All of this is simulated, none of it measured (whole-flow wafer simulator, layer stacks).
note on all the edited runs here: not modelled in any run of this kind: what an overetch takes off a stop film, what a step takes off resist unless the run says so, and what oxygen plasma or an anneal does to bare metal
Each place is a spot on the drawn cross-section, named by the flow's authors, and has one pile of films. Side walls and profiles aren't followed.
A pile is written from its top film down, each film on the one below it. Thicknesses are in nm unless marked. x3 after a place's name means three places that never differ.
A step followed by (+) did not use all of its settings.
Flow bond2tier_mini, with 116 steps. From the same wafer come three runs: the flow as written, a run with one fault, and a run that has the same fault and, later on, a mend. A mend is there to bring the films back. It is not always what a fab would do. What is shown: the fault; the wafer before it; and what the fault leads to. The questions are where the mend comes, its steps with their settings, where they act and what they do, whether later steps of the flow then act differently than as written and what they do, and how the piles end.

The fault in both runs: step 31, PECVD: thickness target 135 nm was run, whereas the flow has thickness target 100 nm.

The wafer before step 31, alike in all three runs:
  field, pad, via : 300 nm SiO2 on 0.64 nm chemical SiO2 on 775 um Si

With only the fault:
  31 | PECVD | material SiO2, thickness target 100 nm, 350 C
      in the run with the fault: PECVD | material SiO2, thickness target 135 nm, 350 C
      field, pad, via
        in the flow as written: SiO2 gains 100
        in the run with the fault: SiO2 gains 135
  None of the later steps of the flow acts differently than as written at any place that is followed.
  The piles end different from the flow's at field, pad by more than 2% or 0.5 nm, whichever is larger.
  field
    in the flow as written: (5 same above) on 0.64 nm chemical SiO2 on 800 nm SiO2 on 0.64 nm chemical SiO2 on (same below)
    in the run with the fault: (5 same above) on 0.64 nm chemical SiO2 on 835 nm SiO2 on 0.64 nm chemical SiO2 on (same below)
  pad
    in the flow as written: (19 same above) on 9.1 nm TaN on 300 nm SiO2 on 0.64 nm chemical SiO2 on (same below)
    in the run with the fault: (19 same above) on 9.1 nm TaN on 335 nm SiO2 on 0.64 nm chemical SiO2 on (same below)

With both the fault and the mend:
  The mend follows step 36.
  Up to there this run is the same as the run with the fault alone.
  36a | STRIP | chemistry O2, over-ash 100% (+)
      field
        KrF resist loses 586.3 (all of it)
  36b | ETCH | chemistry CHF3/CF4-rie, etches SiO2, depth target 35 nm
      field, pad, via
        SiO2 loses 35
  36c | COAT | KrF resist, thickness 600 nm (the flow's step 32, run once more)
      field, pad, via
        KrF resist gains 600 (new film)
  36d | SOFTBAKE | KrF resist (the flow's step 33, run once more)
      does not change any film at any place that is followed
  36e | EXPOSE | photomask APAD, NA 0.6 (the flow's step 34, run once more)
      does not change any film at any place that is followed
  36f | PEB | KrF resist (the flow's step 35, run once more)
      does not change any film at any place that is followed
  36g | DEVELOP | developer TMAH-0.26N, 60 s (the flow's step 36, run once more)
      pad, via
        KrF resist loses 600 (all of it)
      field
        KrF resist loses 13.7
  None of the later steps of the flow acts differently than as written at any place that is followed.
  The piles end the same as the flow's at every place that both follow.
